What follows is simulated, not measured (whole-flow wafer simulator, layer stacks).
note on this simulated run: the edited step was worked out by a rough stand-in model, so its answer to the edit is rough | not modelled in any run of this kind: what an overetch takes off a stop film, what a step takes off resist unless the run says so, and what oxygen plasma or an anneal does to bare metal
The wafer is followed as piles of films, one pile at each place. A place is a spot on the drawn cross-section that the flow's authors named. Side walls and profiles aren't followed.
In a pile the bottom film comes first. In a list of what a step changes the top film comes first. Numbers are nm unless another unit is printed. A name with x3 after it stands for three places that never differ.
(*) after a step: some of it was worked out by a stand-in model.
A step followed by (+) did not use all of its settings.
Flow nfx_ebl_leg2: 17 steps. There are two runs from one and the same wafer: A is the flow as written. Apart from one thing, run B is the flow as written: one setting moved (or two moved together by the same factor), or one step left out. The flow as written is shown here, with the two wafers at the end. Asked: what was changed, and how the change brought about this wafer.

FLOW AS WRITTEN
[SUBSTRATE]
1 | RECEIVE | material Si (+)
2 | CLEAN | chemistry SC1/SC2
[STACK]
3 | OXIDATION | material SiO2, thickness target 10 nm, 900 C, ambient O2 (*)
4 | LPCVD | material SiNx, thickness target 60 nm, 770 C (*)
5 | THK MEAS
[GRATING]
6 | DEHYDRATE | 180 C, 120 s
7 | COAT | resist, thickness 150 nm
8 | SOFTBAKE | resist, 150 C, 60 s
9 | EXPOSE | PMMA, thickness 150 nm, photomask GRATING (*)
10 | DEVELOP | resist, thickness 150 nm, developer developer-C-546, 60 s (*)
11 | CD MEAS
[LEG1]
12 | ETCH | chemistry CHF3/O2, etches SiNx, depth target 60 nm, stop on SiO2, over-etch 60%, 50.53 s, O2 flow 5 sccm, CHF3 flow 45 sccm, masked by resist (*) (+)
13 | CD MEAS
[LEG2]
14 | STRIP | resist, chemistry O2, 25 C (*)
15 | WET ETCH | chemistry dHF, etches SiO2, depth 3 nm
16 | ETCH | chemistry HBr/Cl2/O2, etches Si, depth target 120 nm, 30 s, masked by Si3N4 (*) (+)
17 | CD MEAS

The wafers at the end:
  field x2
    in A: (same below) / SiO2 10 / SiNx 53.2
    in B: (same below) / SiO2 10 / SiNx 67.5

The reason: step 4, LPCVD: thickness target 74.3 nm was run, while the flow as written has thickness target 60 nm.

How this came from the change, step by step:
  4 | LPCVD | material SiNx, thickness target 60 nm, 770 C (*)
      field x2, pad x2: A SiNx gains 60 (new film) | B SiNx gains 74.3 (new film)
  12 | ETCH | chemistry CHF3/O2, etches SiNx, depth target 60 nm, stop on SiO2, over-etch 60%, 50.53 s, O2 flow 5 sccm, CHF3 flow 45 sccm, masked by resist (*) (+)
      pad x2: A SiNx loses 60 (all of it), SiO2 loses 10 (all of it) | B SiNx loses 74.3 (all of it), SiO2 loses 10 (all of it)
